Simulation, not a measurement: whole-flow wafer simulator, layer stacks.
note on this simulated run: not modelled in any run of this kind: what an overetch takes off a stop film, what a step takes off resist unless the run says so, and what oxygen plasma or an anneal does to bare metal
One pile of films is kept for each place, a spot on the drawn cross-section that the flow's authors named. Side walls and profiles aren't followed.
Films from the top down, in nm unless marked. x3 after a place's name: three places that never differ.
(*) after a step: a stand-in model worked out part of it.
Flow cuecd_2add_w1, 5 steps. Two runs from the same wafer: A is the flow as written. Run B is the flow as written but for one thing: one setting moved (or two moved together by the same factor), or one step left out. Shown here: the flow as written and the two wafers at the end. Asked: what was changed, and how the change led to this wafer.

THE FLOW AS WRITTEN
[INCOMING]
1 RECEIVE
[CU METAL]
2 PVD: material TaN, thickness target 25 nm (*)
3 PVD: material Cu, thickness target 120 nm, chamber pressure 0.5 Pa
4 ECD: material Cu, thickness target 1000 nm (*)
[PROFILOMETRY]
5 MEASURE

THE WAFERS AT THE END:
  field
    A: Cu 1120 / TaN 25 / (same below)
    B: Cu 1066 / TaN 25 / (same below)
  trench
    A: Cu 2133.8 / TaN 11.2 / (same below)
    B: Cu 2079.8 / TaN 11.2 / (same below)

The cause: step 3, PVD: thickness target 66 nm was run, where the flow has thickness target 120 nm.

How the change led to this, step by step:
  3 PVD: material Cu, thickness target 120 nm, chamber pressure 0.5 Pa
      field: A Cu +120 (new film) | B Cu +66 (new film)
      trench: A Cu +53.6 (new film) | B Cu +30 (new film)
